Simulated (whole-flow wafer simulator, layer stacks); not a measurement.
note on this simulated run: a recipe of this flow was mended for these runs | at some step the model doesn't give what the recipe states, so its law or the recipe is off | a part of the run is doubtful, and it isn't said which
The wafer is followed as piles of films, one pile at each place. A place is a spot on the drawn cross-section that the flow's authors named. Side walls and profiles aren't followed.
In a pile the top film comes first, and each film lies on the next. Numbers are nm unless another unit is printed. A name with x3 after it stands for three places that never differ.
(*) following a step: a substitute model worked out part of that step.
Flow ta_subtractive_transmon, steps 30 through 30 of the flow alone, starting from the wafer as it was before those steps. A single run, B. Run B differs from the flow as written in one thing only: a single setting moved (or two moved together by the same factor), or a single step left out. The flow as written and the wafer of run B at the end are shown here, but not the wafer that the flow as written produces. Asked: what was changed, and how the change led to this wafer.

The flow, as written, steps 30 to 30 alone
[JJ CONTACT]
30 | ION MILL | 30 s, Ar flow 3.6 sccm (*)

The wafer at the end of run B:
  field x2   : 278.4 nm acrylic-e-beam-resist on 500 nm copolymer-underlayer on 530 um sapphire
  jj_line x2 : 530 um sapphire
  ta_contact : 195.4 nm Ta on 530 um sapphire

Cause: step 30, ION MILL: 12 s was run, while the flow as written has 30 s.

How this came from the change, step by step:
  30 | ION MILL | 30 s, Ar flow 3.6 sccm (*)
      field x2, ta_pad: acrylic-e-beam-resist loses 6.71 (it would be, as written: acrylic-e-beam-resist loses 16.8)
      jj_line x2: sapphire loses 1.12 (it would be, as written: sapphire loses 2.8)
      (also at 1 further place)
